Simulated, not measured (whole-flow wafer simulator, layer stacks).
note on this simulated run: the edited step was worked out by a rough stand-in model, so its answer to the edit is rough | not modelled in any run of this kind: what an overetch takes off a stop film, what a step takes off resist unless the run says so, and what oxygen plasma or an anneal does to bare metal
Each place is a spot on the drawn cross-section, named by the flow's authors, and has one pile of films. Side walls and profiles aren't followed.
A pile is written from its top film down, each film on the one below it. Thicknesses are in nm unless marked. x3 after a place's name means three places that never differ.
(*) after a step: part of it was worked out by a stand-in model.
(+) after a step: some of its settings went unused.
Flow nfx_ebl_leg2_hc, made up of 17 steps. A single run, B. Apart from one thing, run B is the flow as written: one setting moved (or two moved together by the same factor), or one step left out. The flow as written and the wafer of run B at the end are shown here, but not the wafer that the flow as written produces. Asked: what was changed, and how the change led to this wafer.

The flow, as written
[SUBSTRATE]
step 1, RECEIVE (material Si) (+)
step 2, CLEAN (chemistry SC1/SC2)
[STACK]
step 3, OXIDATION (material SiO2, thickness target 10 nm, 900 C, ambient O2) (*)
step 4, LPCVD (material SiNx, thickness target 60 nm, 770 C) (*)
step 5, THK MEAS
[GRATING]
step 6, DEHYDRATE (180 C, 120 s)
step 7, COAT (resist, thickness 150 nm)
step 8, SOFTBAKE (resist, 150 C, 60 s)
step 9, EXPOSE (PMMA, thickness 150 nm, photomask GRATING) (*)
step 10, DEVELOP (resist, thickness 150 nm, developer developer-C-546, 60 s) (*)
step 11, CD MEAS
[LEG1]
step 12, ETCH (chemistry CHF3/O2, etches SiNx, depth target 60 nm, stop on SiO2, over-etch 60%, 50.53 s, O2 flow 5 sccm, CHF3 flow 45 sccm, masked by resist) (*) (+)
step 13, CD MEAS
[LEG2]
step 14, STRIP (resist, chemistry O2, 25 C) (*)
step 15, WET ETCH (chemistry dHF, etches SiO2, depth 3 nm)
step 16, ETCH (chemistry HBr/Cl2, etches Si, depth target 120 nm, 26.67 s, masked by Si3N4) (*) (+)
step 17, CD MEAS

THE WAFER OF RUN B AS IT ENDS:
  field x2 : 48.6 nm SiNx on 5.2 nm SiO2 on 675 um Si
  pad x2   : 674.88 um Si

Cause: step 3, OXIDATION: thickness target 5.2 nm was run, whereas the flow has thickness target 10 nm.
The wafer itself shows it: field x2 has SiO2 5.2, and step 3 as written asks for 10 nm.

How this came from the change, step by step:
  step 3, OXIDATION (material SiO2, thickness target 10 nm, 900 C, ambient O2) (*)
      field x2, pad x2: +5.2 SiO2 (new film), -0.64 chemical SiO2 (all of it), -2 Si (in the flow as written it would be: +10 SiO2 (new film), -0.64 chemical SiO2 (all of it), -4.12 Si)
  step 12, ETCH (chemistry CHF3/O2, etches SiNx, depth target 60 nm, stop on SiO2, over-etch 60%, 50.53 s, O2 flow 5 sccm, CHF3 flow 45 sccm, masked by resist) (*) (+)
      pad x2: -60 SiNx (all of it), -5.2 SiO2 (all of it) (in the flow as written it would be: -60 SiNx (all of it), -10 SiO2 (all of it))
